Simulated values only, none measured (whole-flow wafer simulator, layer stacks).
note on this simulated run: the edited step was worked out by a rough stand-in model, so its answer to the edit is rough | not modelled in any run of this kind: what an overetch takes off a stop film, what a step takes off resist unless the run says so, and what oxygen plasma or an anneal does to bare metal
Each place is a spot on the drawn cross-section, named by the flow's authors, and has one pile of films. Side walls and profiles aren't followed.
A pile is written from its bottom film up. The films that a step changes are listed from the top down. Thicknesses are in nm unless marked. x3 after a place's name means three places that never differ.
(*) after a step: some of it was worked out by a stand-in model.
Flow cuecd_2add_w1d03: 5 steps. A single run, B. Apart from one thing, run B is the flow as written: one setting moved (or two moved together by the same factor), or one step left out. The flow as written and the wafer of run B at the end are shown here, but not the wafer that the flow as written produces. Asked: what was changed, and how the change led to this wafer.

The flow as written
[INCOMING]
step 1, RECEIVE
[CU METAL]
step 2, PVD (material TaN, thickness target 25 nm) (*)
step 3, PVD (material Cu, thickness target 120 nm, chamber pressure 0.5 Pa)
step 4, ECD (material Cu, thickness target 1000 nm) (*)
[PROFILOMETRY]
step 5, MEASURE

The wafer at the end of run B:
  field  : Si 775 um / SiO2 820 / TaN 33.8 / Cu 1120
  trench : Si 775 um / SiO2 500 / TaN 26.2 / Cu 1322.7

Cause: step 2, PVD: thickness target 33.8 nm was run, though the flow has thickness target 25 nm.
The wafer lets one read it off: field has TaN 33.8, and step 2 as written asks for 25 nm.

How this came from the change, step by step:
  step 2, PVD (material TaN, thickness target 25 nm) (*)
      field: TaN gains 33.8 (new film) (it would be, as written: TaN gains 25 (new film))
      trench: TaN gains 26.2 (new film) (it would be, as written: TaN gains 19.4 (new film))
